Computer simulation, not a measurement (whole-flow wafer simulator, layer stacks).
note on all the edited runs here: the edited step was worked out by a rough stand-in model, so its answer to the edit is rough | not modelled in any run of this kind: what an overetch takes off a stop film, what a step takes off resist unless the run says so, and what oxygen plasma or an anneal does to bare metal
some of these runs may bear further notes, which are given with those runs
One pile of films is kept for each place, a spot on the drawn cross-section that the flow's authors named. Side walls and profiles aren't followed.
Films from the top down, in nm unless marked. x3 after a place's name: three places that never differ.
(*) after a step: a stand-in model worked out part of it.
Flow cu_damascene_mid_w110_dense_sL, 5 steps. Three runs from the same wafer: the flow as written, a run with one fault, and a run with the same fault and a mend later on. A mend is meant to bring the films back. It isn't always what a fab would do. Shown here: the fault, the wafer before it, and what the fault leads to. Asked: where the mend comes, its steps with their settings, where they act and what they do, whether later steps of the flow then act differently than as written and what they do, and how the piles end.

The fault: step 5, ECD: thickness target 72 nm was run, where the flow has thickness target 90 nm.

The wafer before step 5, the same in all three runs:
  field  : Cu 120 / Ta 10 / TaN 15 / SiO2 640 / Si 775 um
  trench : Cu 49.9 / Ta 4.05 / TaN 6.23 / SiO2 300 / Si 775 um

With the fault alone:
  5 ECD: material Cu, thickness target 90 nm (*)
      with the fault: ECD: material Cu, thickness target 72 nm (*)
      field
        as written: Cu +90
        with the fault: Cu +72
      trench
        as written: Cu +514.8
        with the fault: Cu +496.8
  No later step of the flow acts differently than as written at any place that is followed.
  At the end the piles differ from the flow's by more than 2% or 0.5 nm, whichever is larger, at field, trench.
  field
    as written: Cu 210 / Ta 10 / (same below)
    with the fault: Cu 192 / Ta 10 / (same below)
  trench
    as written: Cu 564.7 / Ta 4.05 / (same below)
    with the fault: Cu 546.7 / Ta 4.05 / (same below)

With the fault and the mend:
  The mend comes after step 5.
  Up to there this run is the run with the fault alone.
  5a ECD: material Cu, thickness target 18 nm (the flow's step 5 once more, with other settings)
      field, trench
        Cu +18
  No later step of the flow acts differently than as written at any place that is followed.
  At the end the piles are the same as the flow's at every place that both follow.
